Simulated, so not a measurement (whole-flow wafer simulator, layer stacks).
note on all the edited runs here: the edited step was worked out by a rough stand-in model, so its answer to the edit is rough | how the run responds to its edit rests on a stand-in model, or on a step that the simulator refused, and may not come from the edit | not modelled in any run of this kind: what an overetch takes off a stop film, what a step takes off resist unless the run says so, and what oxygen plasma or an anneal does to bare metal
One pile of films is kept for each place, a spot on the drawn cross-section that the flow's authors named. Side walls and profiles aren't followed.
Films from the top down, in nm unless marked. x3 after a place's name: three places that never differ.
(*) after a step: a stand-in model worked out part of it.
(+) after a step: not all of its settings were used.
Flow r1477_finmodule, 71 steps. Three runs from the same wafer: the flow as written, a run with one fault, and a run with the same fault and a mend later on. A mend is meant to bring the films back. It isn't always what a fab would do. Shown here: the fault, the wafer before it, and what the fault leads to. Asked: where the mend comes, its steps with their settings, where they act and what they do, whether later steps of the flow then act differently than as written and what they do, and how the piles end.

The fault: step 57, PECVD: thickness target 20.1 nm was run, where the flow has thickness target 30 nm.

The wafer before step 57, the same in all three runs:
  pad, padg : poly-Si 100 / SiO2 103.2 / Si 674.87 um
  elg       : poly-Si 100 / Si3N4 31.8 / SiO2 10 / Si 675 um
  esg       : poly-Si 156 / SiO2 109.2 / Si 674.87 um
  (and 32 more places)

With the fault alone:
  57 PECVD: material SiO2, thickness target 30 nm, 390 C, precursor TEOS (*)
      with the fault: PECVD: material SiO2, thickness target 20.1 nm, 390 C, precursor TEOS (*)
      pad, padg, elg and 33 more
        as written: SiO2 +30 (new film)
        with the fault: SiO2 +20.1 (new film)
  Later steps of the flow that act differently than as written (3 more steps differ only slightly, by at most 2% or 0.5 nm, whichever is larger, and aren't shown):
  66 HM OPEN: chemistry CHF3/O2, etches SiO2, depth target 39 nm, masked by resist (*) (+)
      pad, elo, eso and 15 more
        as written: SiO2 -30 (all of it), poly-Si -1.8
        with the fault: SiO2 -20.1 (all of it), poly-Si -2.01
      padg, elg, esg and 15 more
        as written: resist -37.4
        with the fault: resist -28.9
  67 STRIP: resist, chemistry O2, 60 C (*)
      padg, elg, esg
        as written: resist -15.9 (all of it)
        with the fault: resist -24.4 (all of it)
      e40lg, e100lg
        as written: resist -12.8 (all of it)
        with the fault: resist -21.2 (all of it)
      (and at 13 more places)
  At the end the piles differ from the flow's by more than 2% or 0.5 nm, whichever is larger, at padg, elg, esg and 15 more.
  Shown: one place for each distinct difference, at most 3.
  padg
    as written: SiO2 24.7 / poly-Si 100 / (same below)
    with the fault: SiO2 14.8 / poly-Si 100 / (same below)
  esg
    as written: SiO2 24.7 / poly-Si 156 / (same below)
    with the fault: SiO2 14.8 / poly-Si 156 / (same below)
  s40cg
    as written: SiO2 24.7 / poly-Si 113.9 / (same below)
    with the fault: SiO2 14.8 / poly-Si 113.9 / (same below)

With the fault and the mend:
  The mend comes after step 64.
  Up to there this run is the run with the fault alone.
  64a STRIP: resist, chemistry O2, 60 C
      padg, elg, esg
        resist -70 (all of it)
      e40lg, e100lg, e200lg
        resist -66.9 (all of it)
      s40sg, s45sg
        resist -91 (all of it)
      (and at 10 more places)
  64b PECVD: material SiO2, thickness target 9.9 nm, 390 C, precursor TEOS (*) (the flow's step 57 once more, with other settings)
      pad, padg, elg and 33 more
        SiO2 +9.9
  64c COAT: resist, thickness 70 nm (*) (the flow's step 60 once more)
      e40lg, e100lg, e200lg, elo, e40lo, e100lo, e200lo
        resist +66.9 (new film)
      pad, padg, elg, esg
        resist +70 (new film)
      s40sg, s45sg, s40so, s45so
        resist +91 (new film)
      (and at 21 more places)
  64d SOFTBAKE: 180 C, 180 s (*) (the flow's step 61 once more)
      changes no film at any place that is followed
  64e EXPOSE: resist, photomask GATE (the flow's step 62 once more)
      changes no film at any place that is followed
  64f DEVELOP (*) (the flow's step 63 once more)
      elo, e40lo, e100lo, e200lo
        resist -66.9 (all of it)
      eso, e40so
        resist -129.5 (all of it)
      s40so, s45so
        resist -91 (all of it)
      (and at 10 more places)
  No later step of the flow acts differently than as written at any place that is followed.
  At the end the piles are the same as the flow's at every place that both follow.
